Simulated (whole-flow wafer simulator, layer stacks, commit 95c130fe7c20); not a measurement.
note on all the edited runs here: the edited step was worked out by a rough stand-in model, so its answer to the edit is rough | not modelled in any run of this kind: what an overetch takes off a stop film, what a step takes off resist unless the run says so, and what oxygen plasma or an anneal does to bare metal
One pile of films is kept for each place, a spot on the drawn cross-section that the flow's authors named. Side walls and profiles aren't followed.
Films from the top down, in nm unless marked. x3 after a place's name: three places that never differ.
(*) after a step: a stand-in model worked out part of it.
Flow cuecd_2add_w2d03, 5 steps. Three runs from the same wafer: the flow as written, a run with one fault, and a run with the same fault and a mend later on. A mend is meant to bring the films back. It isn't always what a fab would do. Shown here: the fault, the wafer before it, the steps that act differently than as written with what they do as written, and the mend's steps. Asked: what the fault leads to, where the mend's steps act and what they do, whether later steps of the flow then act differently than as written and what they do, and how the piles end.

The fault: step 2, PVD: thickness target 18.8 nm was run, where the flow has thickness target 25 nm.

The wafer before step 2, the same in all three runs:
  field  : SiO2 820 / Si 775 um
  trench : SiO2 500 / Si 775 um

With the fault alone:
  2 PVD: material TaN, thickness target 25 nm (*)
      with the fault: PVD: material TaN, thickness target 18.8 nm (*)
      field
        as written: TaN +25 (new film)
        with the fault: TaN +18.8 (new film)
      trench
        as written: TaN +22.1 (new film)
        with the fault: TaN +16.6 (new film)
  No later step of the flow acts differently than as written, at any place that is followed, by more than 2% or 0.5 nm, whichever is larger.
  At the end the piles differ from the flow's by more than 2% or 0.5 nm, whichever is larger, at field, trench.
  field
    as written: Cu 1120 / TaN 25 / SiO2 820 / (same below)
    with the fault: Cu 1120 / TaN 18.8 / SiO2 820 / (same below)
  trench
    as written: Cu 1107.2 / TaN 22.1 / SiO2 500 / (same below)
    with the fault: Cu 1107.3 / TaN 16.6 / SiO2 500 / (same below)

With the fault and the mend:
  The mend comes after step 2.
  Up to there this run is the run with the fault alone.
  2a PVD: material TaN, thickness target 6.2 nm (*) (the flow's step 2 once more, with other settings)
      field
        TaN +6.2
      trench
        TaN +5.47
  No later step of the flow acts differently than as written at any place that is followed.
  At the end the piles are the same as the flow's at every place that both follow.
